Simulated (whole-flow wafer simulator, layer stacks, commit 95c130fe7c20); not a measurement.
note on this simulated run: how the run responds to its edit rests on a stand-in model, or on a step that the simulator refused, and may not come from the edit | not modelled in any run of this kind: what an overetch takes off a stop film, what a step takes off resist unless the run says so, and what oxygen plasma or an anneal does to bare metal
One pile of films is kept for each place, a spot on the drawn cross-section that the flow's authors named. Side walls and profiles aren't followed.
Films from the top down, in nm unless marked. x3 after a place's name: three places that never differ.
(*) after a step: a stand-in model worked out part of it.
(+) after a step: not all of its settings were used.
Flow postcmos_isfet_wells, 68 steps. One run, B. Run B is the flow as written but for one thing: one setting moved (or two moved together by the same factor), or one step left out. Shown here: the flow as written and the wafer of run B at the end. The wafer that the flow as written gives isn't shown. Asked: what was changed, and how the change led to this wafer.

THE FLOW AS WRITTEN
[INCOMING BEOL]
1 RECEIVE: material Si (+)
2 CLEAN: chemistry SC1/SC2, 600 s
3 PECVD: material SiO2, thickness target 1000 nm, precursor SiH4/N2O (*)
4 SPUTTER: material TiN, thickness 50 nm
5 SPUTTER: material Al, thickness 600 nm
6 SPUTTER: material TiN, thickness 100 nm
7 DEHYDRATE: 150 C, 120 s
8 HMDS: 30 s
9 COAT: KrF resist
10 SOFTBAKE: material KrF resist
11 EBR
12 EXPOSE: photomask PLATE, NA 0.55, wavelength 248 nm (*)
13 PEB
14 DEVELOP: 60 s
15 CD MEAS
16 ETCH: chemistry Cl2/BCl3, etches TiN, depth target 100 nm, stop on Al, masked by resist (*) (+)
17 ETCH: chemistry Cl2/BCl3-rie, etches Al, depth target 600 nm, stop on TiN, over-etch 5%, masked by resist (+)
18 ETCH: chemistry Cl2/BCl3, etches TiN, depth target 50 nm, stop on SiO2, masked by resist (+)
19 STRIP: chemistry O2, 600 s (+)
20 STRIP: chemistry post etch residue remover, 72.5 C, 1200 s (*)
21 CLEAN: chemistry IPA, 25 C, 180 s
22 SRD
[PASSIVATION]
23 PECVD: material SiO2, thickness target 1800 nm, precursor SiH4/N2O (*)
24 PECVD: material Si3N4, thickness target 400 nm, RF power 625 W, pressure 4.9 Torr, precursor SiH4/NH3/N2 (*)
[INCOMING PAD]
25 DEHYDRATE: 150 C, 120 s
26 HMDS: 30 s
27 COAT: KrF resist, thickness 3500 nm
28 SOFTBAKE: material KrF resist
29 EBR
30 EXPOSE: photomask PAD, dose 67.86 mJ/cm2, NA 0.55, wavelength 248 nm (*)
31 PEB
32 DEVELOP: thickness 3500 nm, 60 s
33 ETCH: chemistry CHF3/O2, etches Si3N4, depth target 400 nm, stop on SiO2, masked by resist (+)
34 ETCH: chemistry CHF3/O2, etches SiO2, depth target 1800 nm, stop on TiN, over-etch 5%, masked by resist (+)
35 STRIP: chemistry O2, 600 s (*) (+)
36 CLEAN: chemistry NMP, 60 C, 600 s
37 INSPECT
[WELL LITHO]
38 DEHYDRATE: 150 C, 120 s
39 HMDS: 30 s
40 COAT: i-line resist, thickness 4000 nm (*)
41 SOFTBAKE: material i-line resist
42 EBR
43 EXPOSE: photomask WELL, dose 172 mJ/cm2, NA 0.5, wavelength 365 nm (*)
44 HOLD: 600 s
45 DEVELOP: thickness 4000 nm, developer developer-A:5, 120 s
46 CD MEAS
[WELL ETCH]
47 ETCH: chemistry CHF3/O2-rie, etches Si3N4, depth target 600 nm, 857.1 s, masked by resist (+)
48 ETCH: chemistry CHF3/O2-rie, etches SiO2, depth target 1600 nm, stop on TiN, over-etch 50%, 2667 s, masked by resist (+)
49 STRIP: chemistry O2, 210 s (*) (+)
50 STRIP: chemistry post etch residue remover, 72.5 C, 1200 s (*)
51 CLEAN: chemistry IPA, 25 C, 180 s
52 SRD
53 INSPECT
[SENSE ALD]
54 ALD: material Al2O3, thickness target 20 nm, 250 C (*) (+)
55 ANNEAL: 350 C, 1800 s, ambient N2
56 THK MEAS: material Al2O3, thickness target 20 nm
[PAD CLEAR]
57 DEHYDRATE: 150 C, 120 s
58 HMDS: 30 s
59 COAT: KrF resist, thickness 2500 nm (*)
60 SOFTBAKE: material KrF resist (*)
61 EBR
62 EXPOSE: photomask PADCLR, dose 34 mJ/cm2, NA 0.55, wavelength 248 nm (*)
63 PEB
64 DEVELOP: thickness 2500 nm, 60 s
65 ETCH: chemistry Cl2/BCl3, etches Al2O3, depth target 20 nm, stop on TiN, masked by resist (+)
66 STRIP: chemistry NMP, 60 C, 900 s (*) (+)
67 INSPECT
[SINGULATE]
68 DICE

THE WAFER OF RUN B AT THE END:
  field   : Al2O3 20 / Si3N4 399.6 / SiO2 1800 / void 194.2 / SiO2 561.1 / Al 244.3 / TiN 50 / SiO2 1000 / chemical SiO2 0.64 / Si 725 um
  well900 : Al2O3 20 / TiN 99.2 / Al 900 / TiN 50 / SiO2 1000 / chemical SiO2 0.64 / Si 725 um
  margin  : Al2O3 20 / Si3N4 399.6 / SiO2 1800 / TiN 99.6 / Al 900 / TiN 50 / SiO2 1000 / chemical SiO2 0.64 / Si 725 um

The cause: step 5, SPUTTER: thickness 900 nm was run, where the flow has thickness 600 nm.
It can be read off the wafer: well900 has Al 900, and step 5 as written asks for 600 nm.

How the change led to this, step by step:
  5 SPUTTER: material Al, thickness 600 nm
      field, margin, well900 and 6 more: Al +900 (new film) (as written it would be: Al +600 (new film))
  17 ETCH: chemistry Cl2/BCl3-rie, etches Al, depth target 600 nm, stop on TiN, over-etch 5%, masked by resist (+)
      field: Al -600 (as written it would be: Al -600 (all of it))
  18 ETCH: chemistry Cl2/BCl3, etches TiN, depth target 50 nm, stop on SiO2, masked by resist (+)
      field: Al -50 (as written it would be: TiN -50 (all of it))
  20 STRIP: chemistry post etch residue remover, 72.5 C, 1200 s (*)
      field: Al -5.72 (as written it would be: nothing)
  23 PECVD: material SiO2, thickness target 1800 nm, precursor SiH4/N2O (*)
      field: SiO2 +1800 (new film), void +194.2 (new film), SiO2 +561.1 (new film) (as written it would be: SiO2 +1800 (new film), void +189.9 (new film), SiO2 +559.7)
Counting metal films that touch as one body, field has 1 body; the flow as written gives 0 bodies.
